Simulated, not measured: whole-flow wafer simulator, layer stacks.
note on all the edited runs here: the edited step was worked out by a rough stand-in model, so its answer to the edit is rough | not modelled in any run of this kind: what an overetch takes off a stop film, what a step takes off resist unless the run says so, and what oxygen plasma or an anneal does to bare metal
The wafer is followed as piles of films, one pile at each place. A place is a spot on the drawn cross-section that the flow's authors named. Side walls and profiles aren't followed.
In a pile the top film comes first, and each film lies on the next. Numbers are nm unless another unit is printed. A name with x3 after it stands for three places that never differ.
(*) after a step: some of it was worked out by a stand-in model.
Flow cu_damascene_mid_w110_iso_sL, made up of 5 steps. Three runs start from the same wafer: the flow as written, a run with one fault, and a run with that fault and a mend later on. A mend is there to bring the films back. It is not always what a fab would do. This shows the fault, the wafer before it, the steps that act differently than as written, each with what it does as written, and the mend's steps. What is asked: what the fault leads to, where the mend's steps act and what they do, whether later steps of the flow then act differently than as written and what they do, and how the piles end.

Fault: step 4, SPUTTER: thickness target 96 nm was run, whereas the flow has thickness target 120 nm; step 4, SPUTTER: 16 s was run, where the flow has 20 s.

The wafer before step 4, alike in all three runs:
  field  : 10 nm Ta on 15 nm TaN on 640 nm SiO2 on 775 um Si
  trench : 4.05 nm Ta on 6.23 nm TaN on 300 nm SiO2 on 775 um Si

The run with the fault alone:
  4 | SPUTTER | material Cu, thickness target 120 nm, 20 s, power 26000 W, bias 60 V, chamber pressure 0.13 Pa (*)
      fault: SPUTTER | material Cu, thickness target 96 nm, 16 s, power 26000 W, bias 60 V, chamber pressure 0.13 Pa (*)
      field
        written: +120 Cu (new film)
        fault: +96 Cu (new film)
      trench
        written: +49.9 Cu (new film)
        fault: +39.9 Cu (new film)
  Steps later in the flow that act otherwise than as written:
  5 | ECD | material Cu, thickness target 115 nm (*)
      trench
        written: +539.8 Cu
        fault: +525.8 Cu
  At field, trench, the piles at the end differ from the flow's by more than 2% or 0.5 nm, whichever is larger.
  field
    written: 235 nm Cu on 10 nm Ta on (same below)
    fault: 211 nm Cu on 10 nm Ta on (same below)
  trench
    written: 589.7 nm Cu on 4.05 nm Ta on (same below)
    fault: 565.7 nm Cu on 4.05 nm Ta on (same below)

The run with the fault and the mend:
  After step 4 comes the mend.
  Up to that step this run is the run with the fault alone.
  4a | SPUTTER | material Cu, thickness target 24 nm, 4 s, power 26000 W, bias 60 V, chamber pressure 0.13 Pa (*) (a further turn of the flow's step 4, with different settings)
      field
        +24 Cu
      trench
        +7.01 Cu
  None of the later steps of the flow differs from how it acts as written, at any place that is followed, by more than 2% or 0.5 nm, whichever is larger.
  The piles end the same as the flow's at every place that both follow.
